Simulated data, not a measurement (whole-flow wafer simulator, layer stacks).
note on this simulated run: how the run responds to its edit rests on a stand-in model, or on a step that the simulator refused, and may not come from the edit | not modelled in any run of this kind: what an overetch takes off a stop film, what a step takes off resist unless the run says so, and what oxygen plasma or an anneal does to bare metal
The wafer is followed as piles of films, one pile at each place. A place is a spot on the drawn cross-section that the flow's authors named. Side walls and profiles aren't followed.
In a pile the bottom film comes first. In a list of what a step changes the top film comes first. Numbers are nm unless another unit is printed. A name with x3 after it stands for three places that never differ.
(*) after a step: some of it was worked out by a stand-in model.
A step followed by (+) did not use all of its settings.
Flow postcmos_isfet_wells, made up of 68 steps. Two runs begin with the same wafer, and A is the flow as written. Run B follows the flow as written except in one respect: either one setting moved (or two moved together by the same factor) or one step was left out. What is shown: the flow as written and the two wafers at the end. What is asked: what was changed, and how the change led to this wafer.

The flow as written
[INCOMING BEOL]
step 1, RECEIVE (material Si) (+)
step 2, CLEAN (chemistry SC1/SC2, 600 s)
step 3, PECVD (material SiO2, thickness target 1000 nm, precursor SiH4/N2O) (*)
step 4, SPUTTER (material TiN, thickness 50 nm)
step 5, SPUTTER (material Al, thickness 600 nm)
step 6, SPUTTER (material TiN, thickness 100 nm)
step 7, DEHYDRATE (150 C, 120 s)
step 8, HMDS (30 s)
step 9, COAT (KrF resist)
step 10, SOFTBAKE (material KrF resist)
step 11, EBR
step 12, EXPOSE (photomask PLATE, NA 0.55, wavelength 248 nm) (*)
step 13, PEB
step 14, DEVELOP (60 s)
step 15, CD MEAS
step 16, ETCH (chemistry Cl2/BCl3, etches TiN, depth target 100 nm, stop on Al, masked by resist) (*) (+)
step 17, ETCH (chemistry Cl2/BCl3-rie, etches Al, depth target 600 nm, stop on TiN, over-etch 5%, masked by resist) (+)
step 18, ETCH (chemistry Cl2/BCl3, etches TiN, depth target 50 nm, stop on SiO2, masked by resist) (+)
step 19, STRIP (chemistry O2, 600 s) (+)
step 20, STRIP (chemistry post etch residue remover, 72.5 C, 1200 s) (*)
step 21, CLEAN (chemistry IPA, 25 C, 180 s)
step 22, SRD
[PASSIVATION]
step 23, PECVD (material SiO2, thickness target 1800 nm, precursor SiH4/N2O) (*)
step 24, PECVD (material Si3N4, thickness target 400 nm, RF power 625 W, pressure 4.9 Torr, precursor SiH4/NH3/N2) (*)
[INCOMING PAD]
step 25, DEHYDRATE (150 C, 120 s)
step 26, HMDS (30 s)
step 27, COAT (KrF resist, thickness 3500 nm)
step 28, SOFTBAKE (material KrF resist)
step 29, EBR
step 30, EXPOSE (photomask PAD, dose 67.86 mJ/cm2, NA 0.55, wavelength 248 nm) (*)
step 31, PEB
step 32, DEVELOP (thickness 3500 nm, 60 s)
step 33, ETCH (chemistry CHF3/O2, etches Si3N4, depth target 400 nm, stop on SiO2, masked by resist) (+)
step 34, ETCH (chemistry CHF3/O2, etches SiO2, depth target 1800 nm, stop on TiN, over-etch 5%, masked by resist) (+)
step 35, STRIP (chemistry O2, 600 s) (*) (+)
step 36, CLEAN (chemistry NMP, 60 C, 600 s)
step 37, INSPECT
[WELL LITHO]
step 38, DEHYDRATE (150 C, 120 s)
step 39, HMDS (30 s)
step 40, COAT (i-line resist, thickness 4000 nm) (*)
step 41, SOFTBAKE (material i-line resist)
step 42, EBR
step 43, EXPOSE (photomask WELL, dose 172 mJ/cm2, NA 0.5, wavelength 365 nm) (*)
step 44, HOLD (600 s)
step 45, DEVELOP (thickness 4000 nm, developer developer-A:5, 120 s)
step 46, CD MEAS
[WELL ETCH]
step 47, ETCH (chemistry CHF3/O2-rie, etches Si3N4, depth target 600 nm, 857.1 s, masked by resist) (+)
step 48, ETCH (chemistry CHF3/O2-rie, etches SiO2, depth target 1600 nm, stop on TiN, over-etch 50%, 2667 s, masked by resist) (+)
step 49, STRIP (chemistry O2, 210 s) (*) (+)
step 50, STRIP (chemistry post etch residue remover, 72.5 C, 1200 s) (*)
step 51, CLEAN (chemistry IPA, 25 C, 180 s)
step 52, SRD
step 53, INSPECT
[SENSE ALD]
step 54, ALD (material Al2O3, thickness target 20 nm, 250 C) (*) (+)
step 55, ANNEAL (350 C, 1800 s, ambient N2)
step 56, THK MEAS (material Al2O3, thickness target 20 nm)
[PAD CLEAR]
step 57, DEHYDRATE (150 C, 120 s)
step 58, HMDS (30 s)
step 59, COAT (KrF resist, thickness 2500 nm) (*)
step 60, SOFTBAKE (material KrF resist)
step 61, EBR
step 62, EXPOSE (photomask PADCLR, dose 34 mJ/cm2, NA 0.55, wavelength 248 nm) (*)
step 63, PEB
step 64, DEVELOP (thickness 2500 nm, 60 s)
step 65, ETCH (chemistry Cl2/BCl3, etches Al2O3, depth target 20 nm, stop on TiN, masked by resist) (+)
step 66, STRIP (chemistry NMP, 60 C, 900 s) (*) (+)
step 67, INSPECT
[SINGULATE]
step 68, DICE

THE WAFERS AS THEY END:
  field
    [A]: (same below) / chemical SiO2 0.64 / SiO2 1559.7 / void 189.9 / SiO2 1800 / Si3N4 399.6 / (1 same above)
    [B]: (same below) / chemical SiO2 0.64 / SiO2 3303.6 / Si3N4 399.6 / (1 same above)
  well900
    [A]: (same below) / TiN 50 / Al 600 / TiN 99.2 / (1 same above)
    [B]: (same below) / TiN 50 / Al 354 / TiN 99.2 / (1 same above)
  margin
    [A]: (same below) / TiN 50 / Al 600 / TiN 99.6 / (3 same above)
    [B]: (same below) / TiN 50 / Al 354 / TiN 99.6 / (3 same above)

Cause: step 5, SPUTTER: thickness 354 nm was run, though the flow has thickness 600 nm.
The wafer itself shows it: well900 has Al 354, and step 5 as written asks for 600 nm.

Step by step, how the change led to this:
  step 5, SPUTTER (material Al, thickness 600 nm)
      field, margin, well900, well1300 x3, pad_rim, pad_clr, pad_open: A +600 Al (new film) | B +354 Al (new film)
  step 17, ETCH (chemistry Cl2/BCl3-rie, etches Al, depth target 600 nm, stop on TiN, over-etch 5%, masked by resist) (+)
      margin, well900, well1300 x3, pad_rim, pad_clr, pad_open: A -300 KrF resist | B -185.9 KrF resist
      field: A -600 Al (all of it) | B -354 Al (all of it)
  step 19, STRIP (chemistry O2, 600 s) (+)
      margin, well900, well1300 x3, pad_rim, pad_clr, pad_open: A -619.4 KrF resist (all of it) | B -733.5 KrF resist (all of it)
  step 23, PECVD (material SiO2, thickness target 1800 nm, precursor SiH4/N2O) (*)
      field: A +1800 SiO2 (new film), +189.9 void (new film), +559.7 SiO2 | B +2303.6 SiO2
